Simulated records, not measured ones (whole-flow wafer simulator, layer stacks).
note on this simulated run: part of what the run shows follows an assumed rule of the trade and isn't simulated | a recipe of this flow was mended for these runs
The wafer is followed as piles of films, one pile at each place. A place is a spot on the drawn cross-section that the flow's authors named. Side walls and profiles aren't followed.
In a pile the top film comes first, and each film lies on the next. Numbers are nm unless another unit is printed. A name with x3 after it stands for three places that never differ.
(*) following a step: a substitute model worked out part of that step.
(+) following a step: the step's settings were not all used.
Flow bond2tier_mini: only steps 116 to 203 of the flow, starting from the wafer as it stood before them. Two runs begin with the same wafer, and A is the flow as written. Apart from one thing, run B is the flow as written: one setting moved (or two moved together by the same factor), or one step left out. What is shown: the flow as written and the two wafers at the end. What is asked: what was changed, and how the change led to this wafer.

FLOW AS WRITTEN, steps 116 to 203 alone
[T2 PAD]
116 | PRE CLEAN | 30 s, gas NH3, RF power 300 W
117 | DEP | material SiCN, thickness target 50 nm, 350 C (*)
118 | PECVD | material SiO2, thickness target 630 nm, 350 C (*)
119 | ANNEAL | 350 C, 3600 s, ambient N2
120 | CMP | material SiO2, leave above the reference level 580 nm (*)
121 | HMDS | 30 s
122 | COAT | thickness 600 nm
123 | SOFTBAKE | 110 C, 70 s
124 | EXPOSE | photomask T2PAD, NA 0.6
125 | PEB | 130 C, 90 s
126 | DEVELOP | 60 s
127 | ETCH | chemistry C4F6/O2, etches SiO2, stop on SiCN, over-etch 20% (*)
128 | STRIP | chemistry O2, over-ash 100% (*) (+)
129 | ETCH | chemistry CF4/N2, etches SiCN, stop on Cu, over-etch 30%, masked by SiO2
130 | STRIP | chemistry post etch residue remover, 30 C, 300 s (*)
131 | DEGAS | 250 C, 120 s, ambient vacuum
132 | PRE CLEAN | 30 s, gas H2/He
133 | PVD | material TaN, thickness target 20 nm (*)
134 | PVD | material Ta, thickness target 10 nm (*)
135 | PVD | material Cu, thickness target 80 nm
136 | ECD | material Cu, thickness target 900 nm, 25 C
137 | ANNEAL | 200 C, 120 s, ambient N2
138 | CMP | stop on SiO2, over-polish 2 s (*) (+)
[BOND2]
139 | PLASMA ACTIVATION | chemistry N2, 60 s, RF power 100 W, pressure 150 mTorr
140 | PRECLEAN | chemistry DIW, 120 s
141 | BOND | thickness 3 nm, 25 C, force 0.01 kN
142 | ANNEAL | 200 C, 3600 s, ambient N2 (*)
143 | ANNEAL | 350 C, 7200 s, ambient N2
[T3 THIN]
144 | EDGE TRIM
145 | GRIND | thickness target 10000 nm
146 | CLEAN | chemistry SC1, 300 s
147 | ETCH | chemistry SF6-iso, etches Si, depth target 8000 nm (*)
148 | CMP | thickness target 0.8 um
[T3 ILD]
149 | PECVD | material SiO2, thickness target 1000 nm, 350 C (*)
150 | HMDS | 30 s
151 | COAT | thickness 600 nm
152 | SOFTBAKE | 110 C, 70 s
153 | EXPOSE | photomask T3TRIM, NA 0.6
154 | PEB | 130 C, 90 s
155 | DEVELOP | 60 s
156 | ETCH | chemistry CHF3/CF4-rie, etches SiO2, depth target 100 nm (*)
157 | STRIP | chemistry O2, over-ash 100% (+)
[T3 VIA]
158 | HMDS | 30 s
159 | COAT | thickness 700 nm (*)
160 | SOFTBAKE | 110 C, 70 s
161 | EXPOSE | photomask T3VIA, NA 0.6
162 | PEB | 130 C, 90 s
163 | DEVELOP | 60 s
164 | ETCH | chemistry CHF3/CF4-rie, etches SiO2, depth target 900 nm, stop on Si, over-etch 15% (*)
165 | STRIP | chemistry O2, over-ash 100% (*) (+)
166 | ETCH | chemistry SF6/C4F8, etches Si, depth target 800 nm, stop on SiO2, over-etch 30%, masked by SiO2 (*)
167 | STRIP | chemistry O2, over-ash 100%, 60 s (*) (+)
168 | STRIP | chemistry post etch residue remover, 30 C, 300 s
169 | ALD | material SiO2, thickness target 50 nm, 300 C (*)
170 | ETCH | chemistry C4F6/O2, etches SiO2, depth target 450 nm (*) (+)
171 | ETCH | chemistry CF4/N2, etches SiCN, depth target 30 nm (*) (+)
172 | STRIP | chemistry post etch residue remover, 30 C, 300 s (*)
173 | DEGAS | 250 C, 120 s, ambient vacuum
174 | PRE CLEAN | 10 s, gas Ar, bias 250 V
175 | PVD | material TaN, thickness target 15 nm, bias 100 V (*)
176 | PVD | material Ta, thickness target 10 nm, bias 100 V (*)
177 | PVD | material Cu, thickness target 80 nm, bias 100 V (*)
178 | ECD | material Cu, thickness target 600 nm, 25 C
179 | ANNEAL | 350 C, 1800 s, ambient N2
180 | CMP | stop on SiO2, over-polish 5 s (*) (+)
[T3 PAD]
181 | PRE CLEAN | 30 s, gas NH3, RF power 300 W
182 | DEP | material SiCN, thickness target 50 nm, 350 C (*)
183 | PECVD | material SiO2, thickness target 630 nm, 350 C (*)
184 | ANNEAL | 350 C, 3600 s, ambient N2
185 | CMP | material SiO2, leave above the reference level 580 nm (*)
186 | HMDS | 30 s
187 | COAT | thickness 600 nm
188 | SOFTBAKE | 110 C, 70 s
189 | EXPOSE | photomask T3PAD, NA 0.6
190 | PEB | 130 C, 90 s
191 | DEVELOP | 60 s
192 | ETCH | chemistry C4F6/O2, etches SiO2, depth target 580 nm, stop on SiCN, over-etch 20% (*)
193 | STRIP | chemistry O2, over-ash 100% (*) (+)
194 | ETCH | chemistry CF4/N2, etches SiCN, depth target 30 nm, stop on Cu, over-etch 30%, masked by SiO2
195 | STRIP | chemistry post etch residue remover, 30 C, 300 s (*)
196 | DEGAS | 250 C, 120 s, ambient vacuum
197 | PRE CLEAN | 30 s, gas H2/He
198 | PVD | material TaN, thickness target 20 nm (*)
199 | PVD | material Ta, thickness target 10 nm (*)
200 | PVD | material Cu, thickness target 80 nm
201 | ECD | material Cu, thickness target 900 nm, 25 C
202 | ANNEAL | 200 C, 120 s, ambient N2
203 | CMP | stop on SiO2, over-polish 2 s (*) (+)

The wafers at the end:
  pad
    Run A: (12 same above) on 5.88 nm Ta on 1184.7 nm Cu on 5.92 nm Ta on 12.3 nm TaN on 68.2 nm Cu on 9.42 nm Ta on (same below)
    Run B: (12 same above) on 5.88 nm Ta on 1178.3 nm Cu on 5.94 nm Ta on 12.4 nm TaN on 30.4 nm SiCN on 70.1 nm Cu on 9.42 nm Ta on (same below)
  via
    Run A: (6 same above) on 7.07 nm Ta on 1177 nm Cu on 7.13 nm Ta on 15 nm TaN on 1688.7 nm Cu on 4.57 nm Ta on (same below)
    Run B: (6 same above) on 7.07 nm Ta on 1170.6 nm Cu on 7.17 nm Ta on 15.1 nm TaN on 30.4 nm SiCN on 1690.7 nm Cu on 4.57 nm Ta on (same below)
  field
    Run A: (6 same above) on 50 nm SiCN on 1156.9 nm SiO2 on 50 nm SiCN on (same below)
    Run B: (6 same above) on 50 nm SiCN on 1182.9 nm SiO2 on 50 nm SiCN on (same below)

The reason: step 129, ETCH: chemistry CF4/N2, etches SiCN, stop on Cu, over-etch 30%, masked by SiO2, was not run.

The path from the change to this, step by step:
  130 | STRIP | chemistry post etch residue remover, 30 C, 300 s (*)
      pad, via: A Cu loses 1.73 | B nothing
With metal films that touch counted as one body, pad has 4 bodies (between them, from the top down: SiO2 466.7 / Si 800 / chemical SiO2 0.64 / SiO2 300 / SiCN 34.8; SiCN 30.4; SiO2 466.7 / Si 800 / chemical SiO2 0.64 / SiO2 300 / SiCN 34.8); the flow as written gives 3 bodies (between them, from the top down: SiO2 466.7 / Si 800 / chemical SiO2 0.64 / SiO2 300 / SiCN 34.8; SiO2 466.7 / Si 800 / chemical SiO2 0.64 / SiO2 300 / SiCN 34.8).
With metal films that touch counted as one body, via has 2 bodies (between them, from the top down: SiCN 30.4); the flow as written gives 1 body.
